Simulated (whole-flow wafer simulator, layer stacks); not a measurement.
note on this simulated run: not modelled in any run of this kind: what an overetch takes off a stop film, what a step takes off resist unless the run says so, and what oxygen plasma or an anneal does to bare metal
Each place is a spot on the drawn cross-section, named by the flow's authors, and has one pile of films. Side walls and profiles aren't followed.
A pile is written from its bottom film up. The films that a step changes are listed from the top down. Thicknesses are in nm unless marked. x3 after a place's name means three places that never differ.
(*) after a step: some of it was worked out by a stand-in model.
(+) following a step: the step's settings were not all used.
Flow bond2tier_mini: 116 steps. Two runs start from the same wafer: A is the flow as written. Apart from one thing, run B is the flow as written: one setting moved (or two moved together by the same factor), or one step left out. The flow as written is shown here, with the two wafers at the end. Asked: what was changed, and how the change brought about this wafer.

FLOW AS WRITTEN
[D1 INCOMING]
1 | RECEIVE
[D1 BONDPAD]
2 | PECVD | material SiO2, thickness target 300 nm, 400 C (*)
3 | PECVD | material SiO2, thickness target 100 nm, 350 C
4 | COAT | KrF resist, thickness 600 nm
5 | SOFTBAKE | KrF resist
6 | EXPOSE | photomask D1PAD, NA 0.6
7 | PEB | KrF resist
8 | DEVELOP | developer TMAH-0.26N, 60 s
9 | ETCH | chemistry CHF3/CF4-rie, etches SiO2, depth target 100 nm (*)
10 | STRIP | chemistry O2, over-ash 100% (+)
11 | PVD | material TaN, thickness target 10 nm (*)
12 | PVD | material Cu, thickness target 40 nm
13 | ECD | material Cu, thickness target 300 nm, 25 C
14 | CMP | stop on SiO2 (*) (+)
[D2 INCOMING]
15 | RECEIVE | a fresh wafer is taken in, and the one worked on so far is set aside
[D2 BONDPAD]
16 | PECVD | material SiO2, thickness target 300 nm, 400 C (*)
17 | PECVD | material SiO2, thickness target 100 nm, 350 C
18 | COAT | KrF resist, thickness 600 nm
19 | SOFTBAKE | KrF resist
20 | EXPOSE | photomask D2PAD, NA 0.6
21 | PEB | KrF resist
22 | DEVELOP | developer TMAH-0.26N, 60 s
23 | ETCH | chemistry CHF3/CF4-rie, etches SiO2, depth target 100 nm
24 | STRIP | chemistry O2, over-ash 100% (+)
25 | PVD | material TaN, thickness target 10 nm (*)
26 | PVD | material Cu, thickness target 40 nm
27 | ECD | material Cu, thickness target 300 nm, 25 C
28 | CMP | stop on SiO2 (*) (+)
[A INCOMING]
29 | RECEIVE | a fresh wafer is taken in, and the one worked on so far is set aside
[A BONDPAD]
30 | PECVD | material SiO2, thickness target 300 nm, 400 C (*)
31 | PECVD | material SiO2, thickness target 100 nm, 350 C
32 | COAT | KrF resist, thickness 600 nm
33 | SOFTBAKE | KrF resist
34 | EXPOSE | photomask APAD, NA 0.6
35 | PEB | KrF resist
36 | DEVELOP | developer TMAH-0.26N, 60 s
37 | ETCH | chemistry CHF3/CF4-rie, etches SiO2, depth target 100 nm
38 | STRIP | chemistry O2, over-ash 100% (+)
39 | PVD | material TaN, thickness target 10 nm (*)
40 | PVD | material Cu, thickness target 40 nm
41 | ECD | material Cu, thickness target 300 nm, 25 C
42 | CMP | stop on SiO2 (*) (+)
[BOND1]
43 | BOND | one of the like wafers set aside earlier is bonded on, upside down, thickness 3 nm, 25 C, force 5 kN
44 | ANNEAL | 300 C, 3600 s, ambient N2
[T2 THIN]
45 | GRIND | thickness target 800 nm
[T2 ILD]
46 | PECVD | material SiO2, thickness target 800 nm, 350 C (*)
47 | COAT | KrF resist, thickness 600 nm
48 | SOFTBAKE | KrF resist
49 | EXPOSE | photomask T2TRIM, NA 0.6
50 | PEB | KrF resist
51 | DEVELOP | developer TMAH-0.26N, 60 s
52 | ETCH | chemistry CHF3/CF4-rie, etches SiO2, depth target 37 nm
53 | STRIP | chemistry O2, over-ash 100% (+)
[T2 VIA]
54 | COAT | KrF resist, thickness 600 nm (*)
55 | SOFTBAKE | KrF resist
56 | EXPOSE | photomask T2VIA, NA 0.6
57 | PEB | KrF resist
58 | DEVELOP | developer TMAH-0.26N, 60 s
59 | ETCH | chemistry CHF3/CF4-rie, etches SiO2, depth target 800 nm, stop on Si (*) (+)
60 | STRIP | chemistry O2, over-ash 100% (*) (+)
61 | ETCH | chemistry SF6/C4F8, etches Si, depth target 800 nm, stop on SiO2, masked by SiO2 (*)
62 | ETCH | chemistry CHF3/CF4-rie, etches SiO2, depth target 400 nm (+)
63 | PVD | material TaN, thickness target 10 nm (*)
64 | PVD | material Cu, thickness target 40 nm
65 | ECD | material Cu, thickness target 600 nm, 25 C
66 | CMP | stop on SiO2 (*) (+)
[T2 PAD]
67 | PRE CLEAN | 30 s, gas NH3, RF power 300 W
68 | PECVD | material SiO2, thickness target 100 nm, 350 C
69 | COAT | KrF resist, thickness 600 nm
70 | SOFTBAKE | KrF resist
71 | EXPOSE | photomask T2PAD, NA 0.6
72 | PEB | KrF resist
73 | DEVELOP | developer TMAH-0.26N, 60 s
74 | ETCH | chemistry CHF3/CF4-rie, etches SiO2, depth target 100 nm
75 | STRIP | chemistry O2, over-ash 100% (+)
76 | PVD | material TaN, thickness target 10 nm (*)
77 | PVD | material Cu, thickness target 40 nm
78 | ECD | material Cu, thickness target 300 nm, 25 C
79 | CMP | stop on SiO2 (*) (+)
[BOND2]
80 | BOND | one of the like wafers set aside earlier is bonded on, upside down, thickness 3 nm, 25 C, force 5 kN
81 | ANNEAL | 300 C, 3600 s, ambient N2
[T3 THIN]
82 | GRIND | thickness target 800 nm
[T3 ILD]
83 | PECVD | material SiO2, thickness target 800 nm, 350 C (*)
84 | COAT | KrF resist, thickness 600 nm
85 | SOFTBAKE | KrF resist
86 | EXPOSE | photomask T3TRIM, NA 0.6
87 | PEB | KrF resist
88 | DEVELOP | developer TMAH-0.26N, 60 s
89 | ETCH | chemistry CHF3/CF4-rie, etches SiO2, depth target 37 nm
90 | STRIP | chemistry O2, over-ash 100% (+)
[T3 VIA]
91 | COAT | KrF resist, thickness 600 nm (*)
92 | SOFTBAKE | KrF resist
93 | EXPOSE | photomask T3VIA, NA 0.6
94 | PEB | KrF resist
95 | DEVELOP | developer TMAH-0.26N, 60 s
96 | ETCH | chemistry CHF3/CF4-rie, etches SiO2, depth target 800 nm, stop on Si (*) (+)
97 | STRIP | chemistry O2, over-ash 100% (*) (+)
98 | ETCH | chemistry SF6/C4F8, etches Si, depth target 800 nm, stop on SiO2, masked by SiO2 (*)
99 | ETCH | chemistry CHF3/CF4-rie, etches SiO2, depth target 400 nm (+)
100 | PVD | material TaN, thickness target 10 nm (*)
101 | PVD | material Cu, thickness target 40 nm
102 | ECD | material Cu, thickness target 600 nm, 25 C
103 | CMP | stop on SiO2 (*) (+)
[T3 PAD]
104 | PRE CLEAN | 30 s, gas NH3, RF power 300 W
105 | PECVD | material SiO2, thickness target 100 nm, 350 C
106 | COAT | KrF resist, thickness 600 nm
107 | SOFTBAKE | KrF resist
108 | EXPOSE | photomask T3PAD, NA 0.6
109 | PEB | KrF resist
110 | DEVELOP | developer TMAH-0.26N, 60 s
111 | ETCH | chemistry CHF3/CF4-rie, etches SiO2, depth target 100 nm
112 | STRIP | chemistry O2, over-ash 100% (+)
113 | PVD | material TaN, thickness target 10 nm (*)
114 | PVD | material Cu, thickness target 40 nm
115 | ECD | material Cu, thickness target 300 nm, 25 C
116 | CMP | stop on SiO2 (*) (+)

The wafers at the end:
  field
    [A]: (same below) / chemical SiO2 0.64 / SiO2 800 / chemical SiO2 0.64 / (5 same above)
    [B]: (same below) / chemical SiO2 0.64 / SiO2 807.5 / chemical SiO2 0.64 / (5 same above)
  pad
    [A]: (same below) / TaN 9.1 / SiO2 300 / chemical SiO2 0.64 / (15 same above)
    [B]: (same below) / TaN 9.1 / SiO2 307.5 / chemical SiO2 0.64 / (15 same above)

What caused this: step 3, PECVD: thickness target 107.5 nm was run, while the flow as written has thickness target 100 nm.

The path from the change to this, step by step:
  3 | PECVD | material SiO2, thickness target 100 nm, 350 C
      field, pad, via: A +100 SiO2 | B +107.5 SiO2
  43 | BOND | one of the like wafers set aside earlier is bonded on, upside down, thickness 3 nm, 25 C, force 5 kN
      pad: A +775 um Si (new film), +0.64 chemical SiO2 (new film), +300 SiO2 (new film), +9.1 TaN (new film), +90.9 Cu | B +775 um Si (new film), +0.64 chemical SiO2 (new film), +307.5 SiO2 (new film), +9.1 TaN (new film), +90.9 Cu
      via: A +775 um Si (new film), +0.64 chemical SiO2 (new film), +300 SiO2 (new film), +9.97 TaN (new film), +90 Cu | B +775 um Si (new film), +0.64 chemical SiO2 (new film), +307.5 SiO2 (new film), +9.97 TaN (new film), +90 Cu
